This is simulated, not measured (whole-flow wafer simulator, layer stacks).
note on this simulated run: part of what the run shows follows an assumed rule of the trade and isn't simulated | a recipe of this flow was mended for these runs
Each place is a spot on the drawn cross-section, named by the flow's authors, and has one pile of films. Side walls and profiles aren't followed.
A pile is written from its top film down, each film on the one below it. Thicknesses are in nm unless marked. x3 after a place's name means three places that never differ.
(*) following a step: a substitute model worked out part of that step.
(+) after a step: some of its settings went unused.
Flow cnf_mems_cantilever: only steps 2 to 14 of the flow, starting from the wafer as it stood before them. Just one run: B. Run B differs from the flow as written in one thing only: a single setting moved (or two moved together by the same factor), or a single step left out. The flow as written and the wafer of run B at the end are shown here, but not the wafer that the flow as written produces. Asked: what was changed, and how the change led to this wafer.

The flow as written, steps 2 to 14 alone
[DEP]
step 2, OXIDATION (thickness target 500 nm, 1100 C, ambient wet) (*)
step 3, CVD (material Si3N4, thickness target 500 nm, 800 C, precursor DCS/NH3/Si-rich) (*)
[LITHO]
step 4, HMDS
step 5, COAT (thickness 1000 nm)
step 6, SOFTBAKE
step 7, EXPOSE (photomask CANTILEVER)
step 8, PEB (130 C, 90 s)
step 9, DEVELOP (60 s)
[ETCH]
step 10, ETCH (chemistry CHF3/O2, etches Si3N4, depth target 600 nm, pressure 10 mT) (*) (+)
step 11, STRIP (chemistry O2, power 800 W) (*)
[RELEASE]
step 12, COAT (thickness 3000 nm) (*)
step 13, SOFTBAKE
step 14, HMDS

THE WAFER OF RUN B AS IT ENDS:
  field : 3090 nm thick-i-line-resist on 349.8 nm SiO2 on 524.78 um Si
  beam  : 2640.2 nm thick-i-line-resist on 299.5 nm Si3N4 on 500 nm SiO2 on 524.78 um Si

Cause: step 3, CVD: 765 C was run, whereas the flow has 800 C.

How this came from the change, step by step:
  step 3, CVD (material Si3N4, thickness target 500 nm, 800 C, precursor DCS/NH3/Si-rich) (*)
      field, beam: Si3N4 gains 299.5 (new film) (as written it would have been: Si3N4 gains 500 (new film))
  step 10, ETCH (chemistry CHF3/O2, etches Si3N4, depth target 600 nm, pressure 10 mT) (*) (+)
      field: Si3N4 loses 299.5 (all of it), SiO2 loses 150.2 (as written it would have been: Si3N4 loses 500 (all of it), SiO2 loses 50)
  step 12, COAT (thickness 3000 nm) (*)
      beam: thick-i-line-resist gains 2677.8 (new film) (as written it would have been: thick-i-line-resist gains 2607.6 (new film))
  step 13, SOFTBAKE
      field: thick-i-line-resist gains 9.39 (as written it would have been: thick-i-line-resist gains 11.9)
      beam: thick-i-line-resist loses 37.6 (as written it would have been: thick-i-line-resist loses 47.6)
